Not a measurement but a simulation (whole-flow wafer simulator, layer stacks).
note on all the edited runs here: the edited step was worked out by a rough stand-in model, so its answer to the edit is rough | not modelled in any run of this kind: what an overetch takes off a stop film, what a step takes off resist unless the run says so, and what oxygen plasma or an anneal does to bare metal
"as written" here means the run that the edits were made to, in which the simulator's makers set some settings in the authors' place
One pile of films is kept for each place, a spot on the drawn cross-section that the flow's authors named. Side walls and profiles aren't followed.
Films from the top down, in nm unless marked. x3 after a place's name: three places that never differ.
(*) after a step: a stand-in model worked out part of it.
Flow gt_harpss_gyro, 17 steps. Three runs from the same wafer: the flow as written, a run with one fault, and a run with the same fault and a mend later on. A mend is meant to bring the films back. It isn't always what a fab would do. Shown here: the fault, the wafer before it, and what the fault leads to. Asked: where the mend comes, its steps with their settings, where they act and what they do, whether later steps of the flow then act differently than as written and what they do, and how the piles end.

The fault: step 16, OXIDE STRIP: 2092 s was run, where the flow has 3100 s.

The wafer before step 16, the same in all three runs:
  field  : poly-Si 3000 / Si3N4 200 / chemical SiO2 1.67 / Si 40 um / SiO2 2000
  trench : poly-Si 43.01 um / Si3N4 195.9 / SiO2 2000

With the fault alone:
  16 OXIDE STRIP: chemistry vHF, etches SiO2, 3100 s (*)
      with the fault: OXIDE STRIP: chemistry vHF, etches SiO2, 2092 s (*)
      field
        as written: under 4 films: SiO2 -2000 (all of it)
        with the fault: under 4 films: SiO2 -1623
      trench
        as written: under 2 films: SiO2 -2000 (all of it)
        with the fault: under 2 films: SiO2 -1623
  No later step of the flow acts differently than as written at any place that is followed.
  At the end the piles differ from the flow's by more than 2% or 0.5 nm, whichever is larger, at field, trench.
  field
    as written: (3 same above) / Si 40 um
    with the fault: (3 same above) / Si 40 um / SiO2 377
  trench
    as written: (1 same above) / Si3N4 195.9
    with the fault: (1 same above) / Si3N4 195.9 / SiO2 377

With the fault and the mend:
  The mend comes after step 17.
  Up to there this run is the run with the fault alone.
  17a OXIDE STRIP: chemistry vHF, etches SiO2, 1008 s (*) (the flow's step 16 once more, with other settings)
      field
        under 4 films: SiO2 -377 (all of it)
      trench
        under 2 films: SiO2 -377 (all of it)
  No later step of the flow acts differently than as written at any place that is followed.
  At the end the piles are the same as the flow's at every place that both follow.
